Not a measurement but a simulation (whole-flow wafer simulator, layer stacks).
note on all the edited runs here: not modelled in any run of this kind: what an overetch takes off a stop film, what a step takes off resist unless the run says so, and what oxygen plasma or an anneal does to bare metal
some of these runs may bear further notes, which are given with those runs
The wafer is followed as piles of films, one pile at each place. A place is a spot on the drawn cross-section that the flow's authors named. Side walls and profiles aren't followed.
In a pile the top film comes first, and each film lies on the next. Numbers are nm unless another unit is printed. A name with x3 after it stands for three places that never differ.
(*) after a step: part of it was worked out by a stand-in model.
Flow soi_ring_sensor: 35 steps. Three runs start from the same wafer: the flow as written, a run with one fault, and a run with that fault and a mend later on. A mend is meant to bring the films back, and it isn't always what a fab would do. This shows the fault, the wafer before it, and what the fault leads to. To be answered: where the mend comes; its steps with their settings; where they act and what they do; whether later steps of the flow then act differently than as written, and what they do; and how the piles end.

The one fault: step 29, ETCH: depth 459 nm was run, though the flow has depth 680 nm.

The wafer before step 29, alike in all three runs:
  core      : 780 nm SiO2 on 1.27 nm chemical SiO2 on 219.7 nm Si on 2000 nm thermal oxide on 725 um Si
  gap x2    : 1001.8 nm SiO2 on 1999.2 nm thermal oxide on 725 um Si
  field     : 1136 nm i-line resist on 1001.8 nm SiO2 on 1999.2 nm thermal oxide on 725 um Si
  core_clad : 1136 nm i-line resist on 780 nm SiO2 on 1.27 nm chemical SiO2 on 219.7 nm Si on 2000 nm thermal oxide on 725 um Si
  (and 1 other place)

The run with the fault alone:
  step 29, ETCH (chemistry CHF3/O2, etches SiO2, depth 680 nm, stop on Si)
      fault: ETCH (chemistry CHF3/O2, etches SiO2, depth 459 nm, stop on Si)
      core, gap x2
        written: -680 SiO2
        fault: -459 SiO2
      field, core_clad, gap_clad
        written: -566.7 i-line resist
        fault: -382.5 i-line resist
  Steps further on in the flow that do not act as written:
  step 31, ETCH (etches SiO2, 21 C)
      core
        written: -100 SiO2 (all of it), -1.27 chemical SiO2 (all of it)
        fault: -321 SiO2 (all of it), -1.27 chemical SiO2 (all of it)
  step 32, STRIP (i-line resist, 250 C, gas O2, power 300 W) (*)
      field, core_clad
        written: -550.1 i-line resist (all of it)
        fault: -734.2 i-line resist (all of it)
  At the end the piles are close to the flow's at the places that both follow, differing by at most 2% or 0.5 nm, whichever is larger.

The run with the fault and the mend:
  After step 29 comes the mend.
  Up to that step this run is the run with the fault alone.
  step 29a, ETCH (chemistry CHF3/O2, etches SiO2, depth 221 nm, stop on Si) (the flow's step 29, run once more with other settings)
      core, gap x2
        -221 SiO2
      field, core_clad, gap_clad
        -184.2 i-line resist
  Later steps of the flow that are run all act as written at every place that is followed.
  The piles end the same as the flow's at every place that both follow.
